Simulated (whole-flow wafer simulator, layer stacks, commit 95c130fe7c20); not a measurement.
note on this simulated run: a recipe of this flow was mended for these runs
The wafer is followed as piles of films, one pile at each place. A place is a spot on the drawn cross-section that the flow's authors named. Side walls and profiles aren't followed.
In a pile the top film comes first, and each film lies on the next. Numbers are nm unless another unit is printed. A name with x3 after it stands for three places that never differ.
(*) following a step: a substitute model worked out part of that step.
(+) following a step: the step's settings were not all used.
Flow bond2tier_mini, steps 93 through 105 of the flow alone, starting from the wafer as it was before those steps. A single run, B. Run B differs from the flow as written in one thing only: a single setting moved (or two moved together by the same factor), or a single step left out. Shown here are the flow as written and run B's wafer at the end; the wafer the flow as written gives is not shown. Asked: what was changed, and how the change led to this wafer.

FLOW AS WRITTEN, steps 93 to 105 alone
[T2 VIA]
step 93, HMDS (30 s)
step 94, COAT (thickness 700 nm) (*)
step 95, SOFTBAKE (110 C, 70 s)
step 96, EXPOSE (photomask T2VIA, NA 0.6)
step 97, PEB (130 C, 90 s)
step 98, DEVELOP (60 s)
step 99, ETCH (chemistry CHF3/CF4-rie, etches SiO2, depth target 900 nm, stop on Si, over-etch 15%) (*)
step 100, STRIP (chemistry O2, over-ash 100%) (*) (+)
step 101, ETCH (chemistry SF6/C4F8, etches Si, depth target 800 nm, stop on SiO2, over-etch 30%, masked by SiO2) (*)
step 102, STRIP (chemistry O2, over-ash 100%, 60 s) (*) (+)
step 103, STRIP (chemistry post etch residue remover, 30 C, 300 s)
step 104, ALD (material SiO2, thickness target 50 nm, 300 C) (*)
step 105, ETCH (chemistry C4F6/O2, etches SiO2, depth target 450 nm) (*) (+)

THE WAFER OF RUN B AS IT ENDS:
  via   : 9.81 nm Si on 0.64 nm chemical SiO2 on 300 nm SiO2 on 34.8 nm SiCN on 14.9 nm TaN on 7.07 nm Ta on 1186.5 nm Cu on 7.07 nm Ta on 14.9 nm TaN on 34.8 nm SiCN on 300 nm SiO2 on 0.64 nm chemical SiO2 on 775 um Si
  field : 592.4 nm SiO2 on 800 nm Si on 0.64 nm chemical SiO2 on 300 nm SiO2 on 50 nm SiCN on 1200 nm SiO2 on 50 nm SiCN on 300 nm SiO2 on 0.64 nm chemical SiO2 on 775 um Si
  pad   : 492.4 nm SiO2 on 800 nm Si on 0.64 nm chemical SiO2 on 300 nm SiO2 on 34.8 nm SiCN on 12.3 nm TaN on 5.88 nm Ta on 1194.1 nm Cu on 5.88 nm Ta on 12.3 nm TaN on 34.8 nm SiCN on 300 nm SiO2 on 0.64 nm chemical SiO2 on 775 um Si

The reason: step 101, ETCH: depth target 583.8 nm was run, whereas the flow has depth target 800 nm.

How this came from the change, step by step:
  step 101, ETCH (chemistry SF6/C4F8, etches Si, depth target 800 nm, stop on SiO2, over-etch 30%, masked by SiO2) (*)
      via: -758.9 Si (as written it would have been: -788.8 Si (all of it), -0.64 chemical SiO2 (all of it), -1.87 SiO2)
      field, pad: -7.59 SiO2 (as written it would have been: -10.3 SiO2)
  step 104, ALD (material SiO2, thickness target 50 nm, 300 C) (*)
      via: +50 SiO2 (new film) (as written it would have been: +50 SiO2)
  step 105, ETCH (chemistry C4F6/O2, etches SiO2, depth target 450 nm) (*) (+)
      via: -50 SiO2 (all of it), -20 Si (as written it would have been: -348.1 SiO2 (all of it), -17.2 SiCN)
